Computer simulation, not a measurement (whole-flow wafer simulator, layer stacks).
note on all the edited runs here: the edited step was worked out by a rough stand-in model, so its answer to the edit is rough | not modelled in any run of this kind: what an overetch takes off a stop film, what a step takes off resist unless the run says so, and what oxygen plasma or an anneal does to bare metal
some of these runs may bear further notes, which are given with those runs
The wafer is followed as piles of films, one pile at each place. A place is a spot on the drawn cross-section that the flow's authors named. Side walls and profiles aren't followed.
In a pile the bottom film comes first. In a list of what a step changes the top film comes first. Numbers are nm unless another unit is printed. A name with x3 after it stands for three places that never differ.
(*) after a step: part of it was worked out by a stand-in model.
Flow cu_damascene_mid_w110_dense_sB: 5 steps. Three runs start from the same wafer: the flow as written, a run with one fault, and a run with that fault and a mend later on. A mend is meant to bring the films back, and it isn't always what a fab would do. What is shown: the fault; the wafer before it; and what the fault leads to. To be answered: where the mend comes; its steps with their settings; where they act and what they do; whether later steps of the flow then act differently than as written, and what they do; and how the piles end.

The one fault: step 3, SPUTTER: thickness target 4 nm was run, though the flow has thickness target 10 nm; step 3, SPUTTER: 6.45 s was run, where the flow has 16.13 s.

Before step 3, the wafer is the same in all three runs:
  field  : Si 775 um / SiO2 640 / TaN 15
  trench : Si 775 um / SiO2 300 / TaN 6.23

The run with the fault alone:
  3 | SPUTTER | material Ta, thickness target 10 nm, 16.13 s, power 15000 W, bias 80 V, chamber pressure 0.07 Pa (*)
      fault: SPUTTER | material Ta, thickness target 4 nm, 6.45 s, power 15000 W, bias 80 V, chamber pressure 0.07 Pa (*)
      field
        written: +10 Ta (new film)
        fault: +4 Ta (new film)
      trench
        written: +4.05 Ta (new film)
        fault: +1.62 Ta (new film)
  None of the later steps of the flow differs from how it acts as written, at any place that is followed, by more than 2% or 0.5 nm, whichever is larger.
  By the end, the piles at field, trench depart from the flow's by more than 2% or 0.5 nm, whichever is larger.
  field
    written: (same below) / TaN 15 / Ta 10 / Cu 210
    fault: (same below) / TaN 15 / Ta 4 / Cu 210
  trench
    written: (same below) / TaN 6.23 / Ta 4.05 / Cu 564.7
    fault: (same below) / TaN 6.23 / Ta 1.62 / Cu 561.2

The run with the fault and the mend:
  The mend stands after step 3.
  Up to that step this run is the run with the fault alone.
  3a | SPUTTER | material Ta, thickness target 6 nm, 9.678 s, power 15000 W, bias 80 V, chamber pressure 0.07 Pa (*) (the flow's step 3 again, with other settings)
      field
        +6 Ta
      trench
        +2.39 Ta
  None of the later steps of the flow acts differently than as written at any place that is followed.
  When the end is reached, the piles differ only a little from the flow's at the places that both follow, at most by 2% or 0.5 nm, whichever is larger.
